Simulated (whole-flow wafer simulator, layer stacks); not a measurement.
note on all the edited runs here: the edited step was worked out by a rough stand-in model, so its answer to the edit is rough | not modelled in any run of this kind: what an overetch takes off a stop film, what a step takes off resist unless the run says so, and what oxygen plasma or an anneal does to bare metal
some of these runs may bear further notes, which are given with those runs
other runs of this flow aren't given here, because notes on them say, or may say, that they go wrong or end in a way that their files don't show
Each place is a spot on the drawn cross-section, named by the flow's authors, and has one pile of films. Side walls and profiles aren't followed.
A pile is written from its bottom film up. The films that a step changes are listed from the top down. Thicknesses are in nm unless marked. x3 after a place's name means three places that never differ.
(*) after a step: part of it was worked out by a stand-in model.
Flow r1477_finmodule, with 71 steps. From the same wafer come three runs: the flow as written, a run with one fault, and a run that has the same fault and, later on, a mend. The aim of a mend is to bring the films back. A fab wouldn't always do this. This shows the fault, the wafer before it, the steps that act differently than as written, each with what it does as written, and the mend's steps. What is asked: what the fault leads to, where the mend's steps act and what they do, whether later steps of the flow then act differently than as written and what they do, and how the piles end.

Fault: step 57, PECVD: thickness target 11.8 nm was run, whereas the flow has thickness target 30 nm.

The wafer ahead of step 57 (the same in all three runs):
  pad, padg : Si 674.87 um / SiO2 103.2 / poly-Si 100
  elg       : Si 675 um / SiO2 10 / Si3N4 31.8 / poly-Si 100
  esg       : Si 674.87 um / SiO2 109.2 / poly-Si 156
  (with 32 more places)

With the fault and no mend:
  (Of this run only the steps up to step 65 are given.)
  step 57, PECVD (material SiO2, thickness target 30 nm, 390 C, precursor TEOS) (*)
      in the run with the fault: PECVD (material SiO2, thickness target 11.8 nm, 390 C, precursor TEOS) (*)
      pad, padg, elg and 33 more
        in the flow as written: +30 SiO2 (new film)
        in the run with the fault: +11.8 SiO2 (new film)
  Later steps of the flow up to step 65 that are run all act as written at every place that is followed, up to a difference of at most 2% or 0.5 nm, whichever is larger.
  The piles after step 65 differ from the flow's at pad, padg, elg and 33 more by more than 2% or 0.5 nm, whichever is larger.
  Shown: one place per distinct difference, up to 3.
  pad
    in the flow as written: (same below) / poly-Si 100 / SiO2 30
    in the run with the fault: (same below) / poly-Si 100 / SiO2 11.8
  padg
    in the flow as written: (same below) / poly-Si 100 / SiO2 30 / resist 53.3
    in the run with the fault: (same below) / poly-Si 100 / SiO2 11.8 / resist 53.3
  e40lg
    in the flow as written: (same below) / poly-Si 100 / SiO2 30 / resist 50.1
    in the run with the fault: (same below) / poly-Si 100 / SiO2 11.8 / resist 50.1

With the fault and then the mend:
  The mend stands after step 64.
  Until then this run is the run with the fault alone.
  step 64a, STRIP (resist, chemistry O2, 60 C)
      padg, elg, esg
        -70 resist (all of it)
      e40lg, e100lg, e200lg
        -66.9 resist (all of it)
      s40sg, s45sg
        -91 resist (all of it)
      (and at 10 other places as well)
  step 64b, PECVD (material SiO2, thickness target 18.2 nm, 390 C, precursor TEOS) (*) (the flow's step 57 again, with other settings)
      pad, padg, elg and 33 more
        +18.2 SiO2
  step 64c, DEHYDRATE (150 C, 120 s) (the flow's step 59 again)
      leaves every film unchanged at each place that is followed
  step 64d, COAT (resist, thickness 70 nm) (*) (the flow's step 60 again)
      e40lg, e100lg, e200lg, elo, e40lo, e100lo, e200lo
        +66.9 resist (new film)
      pad, padg, elg, esg
        +70 resist (new film)
      s40sg, s45sg, s40so, s45so
        +91 resist (new film)
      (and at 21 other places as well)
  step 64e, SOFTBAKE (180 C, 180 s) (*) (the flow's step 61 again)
      leaves every film unchanged at each place that is followed
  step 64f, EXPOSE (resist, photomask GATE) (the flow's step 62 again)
      leaves every film unchanged at each place that is followed
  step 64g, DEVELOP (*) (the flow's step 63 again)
      elo, e40lo, e100lo, e200lo
        -66.9 resist (all of it)
      eso, e40so
        -129.5 resist (all of it)
      s40so, s45so
        -91 resist (all of it)
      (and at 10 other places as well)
  Later steps of the flow that are run all act as written at every place that is followed.
  At every place that both follow, the piles at the end match the flow's.
